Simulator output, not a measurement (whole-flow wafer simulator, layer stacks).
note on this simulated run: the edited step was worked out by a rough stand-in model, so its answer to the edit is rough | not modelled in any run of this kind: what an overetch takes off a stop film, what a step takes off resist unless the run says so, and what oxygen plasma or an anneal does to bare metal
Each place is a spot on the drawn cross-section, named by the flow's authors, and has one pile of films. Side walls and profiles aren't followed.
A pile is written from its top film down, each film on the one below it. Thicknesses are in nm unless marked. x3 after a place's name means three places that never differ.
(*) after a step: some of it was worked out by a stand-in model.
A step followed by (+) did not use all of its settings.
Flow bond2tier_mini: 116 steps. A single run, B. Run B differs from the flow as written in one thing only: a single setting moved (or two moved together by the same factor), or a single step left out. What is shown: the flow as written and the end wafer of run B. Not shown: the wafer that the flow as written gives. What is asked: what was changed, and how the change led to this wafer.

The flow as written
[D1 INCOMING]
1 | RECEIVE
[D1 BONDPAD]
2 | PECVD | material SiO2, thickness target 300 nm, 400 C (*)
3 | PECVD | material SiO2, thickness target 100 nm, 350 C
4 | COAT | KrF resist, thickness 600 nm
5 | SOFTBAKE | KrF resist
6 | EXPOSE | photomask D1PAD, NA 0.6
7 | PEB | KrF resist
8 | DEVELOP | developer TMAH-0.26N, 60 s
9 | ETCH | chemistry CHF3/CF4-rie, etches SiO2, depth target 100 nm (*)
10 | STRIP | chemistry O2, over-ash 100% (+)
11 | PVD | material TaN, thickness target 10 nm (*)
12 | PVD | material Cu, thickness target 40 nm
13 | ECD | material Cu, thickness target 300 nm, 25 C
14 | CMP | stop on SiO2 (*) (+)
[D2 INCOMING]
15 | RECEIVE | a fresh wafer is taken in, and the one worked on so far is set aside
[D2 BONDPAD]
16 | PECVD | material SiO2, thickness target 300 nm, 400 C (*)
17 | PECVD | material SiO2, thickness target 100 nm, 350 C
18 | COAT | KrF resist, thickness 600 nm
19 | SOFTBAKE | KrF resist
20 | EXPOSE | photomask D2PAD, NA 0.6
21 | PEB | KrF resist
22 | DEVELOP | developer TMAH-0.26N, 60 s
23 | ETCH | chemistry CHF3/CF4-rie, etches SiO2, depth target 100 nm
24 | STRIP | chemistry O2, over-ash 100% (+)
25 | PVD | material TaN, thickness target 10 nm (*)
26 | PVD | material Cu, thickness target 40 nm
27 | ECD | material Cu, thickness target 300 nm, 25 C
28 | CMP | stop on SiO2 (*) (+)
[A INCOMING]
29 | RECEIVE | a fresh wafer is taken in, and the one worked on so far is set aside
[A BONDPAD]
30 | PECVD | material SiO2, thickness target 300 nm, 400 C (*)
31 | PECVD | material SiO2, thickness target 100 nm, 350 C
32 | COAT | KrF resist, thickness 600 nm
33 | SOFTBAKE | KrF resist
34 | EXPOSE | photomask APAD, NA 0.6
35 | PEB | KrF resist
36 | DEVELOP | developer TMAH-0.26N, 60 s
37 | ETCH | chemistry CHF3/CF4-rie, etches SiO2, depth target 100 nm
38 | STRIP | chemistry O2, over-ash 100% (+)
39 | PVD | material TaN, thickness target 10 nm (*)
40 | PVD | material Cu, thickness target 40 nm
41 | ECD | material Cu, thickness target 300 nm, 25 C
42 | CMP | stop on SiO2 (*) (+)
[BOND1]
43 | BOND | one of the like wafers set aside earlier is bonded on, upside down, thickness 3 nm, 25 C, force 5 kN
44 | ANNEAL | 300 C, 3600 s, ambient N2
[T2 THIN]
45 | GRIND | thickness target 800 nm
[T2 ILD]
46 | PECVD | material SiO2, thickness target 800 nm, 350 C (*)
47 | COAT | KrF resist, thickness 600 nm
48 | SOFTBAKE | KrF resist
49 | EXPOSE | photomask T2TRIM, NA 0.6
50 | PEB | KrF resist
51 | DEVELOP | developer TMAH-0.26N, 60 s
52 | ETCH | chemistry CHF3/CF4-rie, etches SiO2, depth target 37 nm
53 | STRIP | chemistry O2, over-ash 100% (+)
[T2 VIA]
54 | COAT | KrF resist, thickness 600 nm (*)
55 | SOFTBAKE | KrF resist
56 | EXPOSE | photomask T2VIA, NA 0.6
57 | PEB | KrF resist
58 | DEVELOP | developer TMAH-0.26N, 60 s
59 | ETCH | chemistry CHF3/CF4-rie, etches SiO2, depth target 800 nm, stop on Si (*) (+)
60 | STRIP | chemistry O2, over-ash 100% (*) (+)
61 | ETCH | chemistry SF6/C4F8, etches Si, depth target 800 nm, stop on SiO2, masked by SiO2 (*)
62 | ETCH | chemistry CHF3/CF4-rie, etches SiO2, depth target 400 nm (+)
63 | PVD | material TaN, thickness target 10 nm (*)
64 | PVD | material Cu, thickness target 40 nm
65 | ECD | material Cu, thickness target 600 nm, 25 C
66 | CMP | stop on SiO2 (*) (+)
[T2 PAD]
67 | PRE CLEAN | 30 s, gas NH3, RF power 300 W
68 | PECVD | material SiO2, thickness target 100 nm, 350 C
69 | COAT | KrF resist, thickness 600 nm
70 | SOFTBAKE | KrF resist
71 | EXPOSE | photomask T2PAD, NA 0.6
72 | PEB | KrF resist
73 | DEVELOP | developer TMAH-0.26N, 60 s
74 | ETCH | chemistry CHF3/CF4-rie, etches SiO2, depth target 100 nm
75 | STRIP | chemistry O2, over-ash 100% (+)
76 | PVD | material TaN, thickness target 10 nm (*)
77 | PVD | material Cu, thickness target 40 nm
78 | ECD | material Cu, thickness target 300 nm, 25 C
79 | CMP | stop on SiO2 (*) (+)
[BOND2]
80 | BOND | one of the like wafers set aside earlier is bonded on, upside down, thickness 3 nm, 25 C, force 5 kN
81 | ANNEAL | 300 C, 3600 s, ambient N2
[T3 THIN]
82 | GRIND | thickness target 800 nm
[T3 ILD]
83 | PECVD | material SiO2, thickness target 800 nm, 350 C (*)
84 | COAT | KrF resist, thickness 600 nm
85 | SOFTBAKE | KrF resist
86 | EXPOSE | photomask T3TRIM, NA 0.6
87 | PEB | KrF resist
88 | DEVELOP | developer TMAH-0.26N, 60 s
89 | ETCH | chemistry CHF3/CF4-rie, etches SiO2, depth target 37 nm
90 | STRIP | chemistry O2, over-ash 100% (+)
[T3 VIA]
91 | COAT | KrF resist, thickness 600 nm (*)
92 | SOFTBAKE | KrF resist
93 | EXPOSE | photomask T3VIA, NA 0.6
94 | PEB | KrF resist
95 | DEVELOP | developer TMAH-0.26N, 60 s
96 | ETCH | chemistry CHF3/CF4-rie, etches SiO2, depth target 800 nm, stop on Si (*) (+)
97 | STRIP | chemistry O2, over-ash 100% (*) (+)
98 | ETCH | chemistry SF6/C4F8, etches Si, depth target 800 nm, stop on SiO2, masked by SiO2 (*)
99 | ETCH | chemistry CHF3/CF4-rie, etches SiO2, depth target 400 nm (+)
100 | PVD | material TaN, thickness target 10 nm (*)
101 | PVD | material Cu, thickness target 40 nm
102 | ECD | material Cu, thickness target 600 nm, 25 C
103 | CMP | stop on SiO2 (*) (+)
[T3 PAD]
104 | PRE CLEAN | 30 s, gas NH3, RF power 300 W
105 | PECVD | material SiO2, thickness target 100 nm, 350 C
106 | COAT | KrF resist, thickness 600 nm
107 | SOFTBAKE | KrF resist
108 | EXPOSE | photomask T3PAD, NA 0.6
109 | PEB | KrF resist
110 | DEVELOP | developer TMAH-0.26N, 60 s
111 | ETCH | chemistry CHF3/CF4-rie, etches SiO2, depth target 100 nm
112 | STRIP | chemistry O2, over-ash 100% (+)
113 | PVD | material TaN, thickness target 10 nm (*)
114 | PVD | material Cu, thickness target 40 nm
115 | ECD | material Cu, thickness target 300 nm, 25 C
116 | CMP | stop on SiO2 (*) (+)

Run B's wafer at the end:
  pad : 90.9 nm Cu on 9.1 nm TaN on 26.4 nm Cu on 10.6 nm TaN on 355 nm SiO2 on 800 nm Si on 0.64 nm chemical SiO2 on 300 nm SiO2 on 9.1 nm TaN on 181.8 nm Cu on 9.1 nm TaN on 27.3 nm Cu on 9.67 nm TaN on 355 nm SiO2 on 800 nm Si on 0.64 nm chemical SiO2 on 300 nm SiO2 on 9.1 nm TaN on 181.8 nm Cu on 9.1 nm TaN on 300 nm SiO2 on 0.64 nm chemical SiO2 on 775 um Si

The reason: step 100, PVD: thickness target 11 nm was run, while the flow as written has thickness target 10 nm.

Step by step, how the change led to this:
  100 | PVD | material TaN, thickness target 10 nm (*)
      field: TaN gains 11 (new film) (as written it would have been: TaN gains 10 (new film))
      pad: TaN gains 10.6 (new film) (as written it would have been: TaN gains 9.67 (new film))
  103 | CMP | stop on SiO2 (*) (+)
      field: Cu loses 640 (all of it), TaN loses 11 (all of it) (as written it would have been: Cu loses 640 (all of it), TaN loses 10 (all of it))
